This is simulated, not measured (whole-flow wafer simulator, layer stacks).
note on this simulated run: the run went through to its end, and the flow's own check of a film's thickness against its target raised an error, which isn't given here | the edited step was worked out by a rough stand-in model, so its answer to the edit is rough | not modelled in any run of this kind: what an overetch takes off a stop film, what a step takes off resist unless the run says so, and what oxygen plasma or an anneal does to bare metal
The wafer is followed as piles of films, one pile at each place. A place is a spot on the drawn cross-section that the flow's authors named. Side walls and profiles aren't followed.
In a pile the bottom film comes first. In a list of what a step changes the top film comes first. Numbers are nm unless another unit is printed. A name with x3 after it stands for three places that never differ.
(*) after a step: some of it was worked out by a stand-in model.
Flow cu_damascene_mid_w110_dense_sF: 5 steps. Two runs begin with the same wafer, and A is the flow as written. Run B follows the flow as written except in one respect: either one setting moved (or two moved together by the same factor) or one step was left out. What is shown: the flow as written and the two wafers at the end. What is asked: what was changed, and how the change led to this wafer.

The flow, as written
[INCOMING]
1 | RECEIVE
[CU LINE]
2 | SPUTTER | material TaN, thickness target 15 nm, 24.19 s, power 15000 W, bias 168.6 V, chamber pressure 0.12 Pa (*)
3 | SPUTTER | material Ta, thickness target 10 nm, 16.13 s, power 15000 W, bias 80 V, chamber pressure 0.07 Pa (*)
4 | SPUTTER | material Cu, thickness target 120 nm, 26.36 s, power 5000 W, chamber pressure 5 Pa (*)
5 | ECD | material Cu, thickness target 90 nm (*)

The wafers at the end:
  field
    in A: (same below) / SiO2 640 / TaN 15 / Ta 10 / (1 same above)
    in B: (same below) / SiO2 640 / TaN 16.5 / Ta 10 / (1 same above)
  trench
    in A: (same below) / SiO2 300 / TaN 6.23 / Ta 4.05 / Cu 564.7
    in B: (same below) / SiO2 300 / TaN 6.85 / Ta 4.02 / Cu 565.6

Cause: step 2, SPUTTER: thickness target 16.5 nm was run, whereas the flow has thickness target 15 nm; step 2, SPUTTER: 26.61 s was run, where the flow has 24.19 s.
One can read it off the wafer: field has TaN 16.5, and step 2 as written asks for 15 nm.

How this came from the change, step by step:
  2 | SPUTTER | material TaN, thickness target 15 nm, 24.19 s, power 15000 W, bias 168.6 V, chamber pressure 0.12 Pa (*)
      field: A TaN gains 15 (new film) | B TaN gains 16.5 (new film)
      trench: A TaN gains 6.23 (new film) | B TaN gains 6.85 (new film)
